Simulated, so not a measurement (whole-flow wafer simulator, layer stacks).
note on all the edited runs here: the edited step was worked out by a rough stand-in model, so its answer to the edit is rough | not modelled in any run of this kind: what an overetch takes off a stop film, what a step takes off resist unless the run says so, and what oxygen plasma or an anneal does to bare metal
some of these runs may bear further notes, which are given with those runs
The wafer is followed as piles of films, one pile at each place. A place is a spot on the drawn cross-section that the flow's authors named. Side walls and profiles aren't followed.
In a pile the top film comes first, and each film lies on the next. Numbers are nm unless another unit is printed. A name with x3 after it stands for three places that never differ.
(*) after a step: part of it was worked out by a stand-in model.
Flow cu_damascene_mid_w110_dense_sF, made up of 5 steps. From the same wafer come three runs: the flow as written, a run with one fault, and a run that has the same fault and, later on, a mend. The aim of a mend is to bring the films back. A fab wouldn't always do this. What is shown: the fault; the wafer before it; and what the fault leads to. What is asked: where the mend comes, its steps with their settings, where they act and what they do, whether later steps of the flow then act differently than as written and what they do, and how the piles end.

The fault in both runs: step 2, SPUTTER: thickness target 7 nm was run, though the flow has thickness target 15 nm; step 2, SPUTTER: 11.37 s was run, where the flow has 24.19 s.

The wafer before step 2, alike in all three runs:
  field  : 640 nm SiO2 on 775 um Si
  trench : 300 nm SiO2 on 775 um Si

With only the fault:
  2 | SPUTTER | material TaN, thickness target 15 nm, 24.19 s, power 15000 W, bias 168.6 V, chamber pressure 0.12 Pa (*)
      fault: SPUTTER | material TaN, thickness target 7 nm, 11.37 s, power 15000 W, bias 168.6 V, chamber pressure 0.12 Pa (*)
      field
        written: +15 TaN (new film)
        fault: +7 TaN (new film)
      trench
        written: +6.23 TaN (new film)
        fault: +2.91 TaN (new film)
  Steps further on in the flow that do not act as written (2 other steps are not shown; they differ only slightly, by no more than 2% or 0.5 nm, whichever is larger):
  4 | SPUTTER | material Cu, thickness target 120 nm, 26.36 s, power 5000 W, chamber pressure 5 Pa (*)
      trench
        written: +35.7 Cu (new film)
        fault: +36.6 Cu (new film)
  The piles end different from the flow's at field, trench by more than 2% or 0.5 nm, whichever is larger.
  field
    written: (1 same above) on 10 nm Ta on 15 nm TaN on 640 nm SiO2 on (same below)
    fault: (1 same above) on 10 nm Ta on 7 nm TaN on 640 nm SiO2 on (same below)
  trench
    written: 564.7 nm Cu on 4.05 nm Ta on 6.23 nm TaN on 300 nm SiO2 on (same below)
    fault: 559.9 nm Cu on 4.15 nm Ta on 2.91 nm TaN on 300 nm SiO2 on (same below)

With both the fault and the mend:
  The mend stands after step 2.
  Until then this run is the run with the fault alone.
  2a | SPUTTER | material TaN, thickness target 8 nm, 12.82 s, power 15000 W, bias 168.6 V, chamber pressure 0.12 Pa (*) (a further turn of the flow's step 2, with different settings)
      field
        +8 TaN
      trench
        +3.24 TaN
  Every later step of the flow that is run acts as written, at every place that is followed, to within 2% or 0.5 nm, whichever is larger.
  When the end is reached, the piles differ only a little from the flow's at the places that both follow, at most by 2% or 0.5 nm, whichever is larger.
